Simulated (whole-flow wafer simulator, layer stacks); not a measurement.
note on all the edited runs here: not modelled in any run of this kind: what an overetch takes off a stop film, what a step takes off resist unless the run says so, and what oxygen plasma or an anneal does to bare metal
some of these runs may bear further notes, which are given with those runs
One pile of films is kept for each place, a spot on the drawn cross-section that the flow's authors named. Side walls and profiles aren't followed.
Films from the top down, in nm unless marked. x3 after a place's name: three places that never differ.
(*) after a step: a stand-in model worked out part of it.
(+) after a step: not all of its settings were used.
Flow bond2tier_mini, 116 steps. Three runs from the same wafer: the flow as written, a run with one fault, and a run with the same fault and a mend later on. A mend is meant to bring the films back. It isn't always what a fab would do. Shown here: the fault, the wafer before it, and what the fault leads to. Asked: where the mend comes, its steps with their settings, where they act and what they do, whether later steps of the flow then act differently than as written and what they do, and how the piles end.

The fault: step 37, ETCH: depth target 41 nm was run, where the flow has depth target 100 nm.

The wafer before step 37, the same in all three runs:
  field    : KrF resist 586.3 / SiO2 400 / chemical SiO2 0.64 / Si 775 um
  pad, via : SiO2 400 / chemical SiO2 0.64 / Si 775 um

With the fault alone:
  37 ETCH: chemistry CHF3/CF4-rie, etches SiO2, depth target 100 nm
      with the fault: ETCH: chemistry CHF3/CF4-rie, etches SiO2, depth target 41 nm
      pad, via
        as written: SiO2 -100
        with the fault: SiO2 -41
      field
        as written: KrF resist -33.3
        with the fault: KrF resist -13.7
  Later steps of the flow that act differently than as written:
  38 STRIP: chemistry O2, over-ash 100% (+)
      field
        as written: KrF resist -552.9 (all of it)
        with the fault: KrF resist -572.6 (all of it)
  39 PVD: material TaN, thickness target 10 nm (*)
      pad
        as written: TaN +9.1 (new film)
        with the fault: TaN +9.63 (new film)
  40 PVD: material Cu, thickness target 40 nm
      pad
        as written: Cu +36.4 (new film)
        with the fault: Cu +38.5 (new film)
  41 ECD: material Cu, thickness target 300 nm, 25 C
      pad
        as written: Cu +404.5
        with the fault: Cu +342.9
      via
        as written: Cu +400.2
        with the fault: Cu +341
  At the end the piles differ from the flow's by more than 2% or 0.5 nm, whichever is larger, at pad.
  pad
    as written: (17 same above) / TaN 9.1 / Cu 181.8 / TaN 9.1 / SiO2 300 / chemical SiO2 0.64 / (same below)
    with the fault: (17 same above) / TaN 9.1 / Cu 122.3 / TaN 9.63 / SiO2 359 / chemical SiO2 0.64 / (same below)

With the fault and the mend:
  The mend comes after step 38.
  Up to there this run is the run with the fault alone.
  38a COAT: KrF resist, thickness 600 nm (*) (the flow's step 32 once more)
      field
        KrF resist +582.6 (new film)
      pad
        KrF resist +618.1 (new film)
      via
        KrF resist +615.9 (new film)
  38b SOFTBAKE: KrF resist (the flow's step 33 once more)
      changes no film at any place that is followed
  38c EXPOSE: photomask APAD, NA 0.6 (the flow's step 34 once more)
      changes no film at any place that is followed
  38d PEB: KrF resist (the flow's step 35 once more)
      changes no film at any place that is followed
  38e DEVELOP: developer TMAH-0.26N, 60 s (the flow's step 36 once more)
      field
        KrF resist -13.7
      pad
        KrF resist -618.1 (all of it)
      via
        KrF resist -615.9 (all of it)
  38f ETCH: chemistry CHF3/CF4-rie, etches SiO2, depth target 59 nm (the flow's step 37 once more, with other settings)
      pad, via
        SiO2 -59
      field
        KrF resist -19.7
  38g STRIP: chemistry O2, over-ash 100% (+) (the flow's step 38 once more)
      field
        KrF resist -549.2 (all of it)
  No later step of the flow acts differently than as written at any place that is followed.
  At the end the piles are the same as the flow's at every place that both follow.
